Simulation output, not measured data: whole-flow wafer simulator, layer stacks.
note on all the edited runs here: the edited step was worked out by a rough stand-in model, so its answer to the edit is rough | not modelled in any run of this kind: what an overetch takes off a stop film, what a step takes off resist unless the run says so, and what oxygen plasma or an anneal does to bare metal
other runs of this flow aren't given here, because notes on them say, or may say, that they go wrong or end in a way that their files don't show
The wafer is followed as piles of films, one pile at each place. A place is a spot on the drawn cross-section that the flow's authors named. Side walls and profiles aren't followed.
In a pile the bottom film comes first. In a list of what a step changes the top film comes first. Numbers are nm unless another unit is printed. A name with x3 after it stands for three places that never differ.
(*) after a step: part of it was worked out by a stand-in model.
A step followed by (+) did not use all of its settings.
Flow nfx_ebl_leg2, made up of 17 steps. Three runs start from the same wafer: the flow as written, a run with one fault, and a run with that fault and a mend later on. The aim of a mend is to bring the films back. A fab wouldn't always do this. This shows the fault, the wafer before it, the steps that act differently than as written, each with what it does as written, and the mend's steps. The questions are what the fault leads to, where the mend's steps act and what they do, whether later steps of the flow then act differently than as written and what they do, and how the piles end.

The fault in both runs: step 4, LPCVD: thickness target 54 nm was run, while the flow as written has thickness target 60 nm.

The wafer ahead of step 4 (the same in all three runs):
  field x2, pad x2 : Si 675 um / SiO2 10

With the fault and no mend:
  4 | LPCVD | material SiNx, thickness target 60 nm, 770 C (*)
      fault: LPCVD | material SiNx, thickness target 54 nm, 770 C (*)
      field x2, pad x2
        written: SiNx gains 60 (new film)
        fault: SiNx gains 54 (new film)
  Steps later in the flow that act otherwise than as written:
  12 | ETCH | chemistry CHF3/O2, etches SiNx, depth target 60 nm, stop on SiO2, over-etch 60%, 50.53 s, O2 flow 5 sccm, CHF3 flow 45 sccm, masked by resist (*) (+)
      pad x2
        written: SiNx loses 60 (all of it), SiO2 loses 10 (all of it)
        fault: SiNx loses 54 (all of it), SiO2 loses 10 (all of it)
  At field x2, the piles at the end differ from the flow's by more than 2% or 0.5 nm, whichever is larger.
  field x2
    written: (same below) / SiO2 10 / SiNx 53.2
    fault: (same below) / SiO2 10 / SiNx 47.2

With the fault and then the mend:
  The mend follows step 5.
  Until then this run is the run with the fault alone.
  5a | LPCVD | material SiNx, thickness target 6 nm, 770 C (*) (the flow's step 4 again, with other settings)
      field x2, pad x2
        SiNx gains 6
  Later steps of the flow that are run all act as written at every place that is followed.
  The piles end the same as the flow's at every place that both follow.
